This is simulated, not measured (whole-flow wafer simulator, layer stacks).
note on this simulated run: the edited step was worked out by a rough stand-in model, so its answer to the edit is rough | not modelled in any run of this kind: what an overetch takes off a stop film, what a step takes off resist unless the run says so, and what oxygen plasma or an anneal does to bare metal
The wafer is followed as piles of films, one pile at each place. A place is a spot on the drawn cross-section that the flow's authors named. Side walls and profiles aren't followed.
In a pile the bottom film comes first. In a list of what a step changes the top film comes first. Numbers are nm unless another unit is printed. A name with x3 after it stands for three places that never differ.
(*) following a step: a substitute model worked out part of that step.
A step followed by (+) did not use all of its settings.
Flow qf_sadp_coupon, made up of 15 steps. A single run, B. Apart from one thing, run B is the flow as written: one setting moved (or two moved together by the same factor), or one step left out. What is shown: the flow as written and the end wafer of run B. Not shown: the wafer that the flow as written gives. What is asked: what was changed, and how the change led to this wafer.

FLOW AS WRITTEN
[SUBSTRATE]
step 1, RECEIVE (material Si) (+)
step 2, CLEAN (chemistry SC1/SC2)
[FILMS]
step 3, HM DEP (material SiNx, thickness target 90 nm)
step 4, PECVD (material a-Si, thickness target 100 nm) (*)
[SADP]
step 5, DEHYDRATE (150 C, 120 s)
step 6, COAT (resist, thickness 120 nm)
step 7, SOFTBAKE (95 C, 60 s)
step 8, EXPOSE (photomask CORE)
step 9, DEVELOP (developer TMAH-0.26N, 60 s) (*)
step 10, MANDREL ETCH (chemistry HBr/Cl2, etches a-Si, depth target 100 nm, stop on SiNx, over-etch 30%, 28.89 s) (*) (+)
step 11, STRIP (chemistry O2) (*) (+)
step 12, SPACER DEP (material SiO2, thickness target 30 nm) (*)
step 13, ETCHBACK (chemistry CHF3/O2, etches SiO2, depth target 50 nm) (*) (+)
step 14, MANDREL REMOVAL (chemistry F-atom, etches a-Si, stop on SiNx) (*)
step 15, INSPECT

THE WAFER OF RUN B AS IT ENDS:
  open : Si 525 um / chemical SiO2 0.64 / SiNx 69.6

The reason: step 4, PECVD: thickness target 120.8 nm was run, whereas the flow has thickness target 100 nm.

How this came from the change, step by step:
  step 4, PECVD (material a-Si, thickness target 100 nm) (*)
      m, open: a-Si gains 120.8 (new film) (it would be, as written: a-Si gains 100 (new film))
  step 10, MANDREL ETCH (chemistry HBr/Cl2, etches a-Si, depth target 100 nm, stop on SiNx, over-etch 30%, 28.89 s) (*) (+)
      open: a-Si loses 120.8 (all of it), SiNx loses 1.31 (it would be, as written: a-Si loses 100 (all of it), SiNx loses 4.29)
  step 14, MANDREL REMOVAL (chemistry F-atom, etches a-Si, stop on SiNx) (*)
      m: a-Si loses 116.6 (all of it) (it would be, as written: a-Si loses 95.8 (all of it))
